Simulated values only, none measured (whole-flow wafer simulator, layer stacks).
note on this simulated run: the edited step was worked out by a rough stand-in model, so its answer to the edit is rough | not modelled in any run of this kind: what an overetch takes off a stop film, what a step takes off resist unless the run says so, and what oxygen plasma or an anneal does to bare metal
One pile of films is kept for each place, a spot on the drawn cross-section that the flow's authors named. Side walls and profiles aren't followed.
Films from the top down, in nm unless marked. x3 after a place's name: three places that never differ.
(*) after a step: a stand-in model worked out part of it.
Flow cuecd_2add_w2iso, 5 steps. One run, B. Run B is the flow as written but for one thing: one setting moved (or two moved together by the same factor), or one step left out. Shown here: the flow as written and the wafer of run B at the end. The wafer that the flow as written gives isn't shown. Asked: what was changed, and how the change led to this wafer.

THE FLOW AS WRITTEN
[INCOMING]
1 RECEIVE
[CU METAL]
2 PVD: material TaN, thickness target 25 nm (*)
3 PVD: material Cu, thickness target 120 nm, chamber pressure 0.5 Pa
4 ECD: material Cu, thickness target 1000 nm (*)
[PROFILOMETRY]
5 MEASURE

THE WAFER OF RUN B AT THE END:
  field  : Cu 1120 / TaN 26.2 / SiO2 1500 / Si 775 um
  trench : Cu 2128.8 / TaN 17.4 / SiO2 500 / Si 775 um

The cause: step 2, PVD: thickness target 26.2 nm was run, where the flow has thickness target 25 nm.
It can be read off the wafer: field has TaN 26.2, and step 2 as written asks for 25 nm.

How the change led to this, step by step:
  2 PVD: material TaN, thickness target 25 nm (*)
      field: TaN +26.2 (new film) (as written it would be: TaN +25 (new film))
      trench: TaN +17.4 (new film) (as written it would be: TaN +16.6 (new film))
